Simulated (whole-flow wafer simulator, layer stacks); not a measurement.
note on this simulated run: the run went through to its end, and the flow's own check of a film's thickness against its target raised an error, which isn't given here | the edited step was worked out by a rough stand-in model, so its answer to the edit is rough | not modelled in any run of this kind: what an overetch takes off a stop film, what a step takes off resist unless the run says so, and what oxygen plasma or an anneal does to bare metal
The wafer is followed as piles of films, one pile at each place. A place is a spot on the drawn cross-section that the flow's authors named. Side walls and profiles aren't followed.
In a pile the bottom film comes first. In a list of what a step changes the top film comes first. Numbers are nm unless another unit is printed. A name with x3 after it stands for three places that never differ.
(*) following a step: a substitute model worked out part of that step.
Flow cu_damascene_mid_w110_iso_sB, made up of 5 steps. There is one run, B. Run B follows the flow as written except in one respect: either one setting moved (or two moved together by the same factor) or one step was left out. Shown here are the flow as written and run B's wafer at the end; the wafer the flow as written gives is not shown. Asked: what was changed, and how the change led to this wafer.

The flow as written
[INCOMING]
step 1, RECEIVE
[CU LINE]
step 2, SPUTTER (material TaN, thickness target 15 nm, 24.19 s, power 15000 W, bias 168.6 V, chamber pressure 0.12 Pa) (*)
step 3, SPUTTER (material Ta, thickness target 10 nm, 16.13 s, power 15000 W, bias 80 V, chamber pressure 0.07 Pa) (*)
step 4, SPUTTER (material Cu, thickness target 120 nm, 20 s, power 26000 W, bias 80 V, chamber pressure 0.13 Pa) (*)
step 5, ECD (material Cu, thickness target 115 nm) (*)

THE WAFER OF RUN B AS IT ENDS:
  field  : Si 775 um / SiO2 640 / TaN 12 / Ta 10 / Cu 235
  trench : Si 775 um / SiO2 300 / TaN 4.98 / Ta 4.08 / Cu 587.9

What caused this: step 2, SPUTTER: thickness target 12 nm was run, whereas the flow has thickness target 15 nm.
One can read it off the wafer: field has TaN 12, and step 2 as written asks for 15 nm.

Step by step, how the change led to this:
  step 2, SPUTTER (material TaN, thickness target 15 nm, 24.19 s, power 15000 W, bias 168.6 V, chamber pressure 0.12 Pa) (*)
      field: TaN gains 12 (new film) (it would be, as written: TaN gains 15 (new film))
      trench: TaN gains 4.98 (new film) (it would be, as written: TaN gains 6.23 (new film))
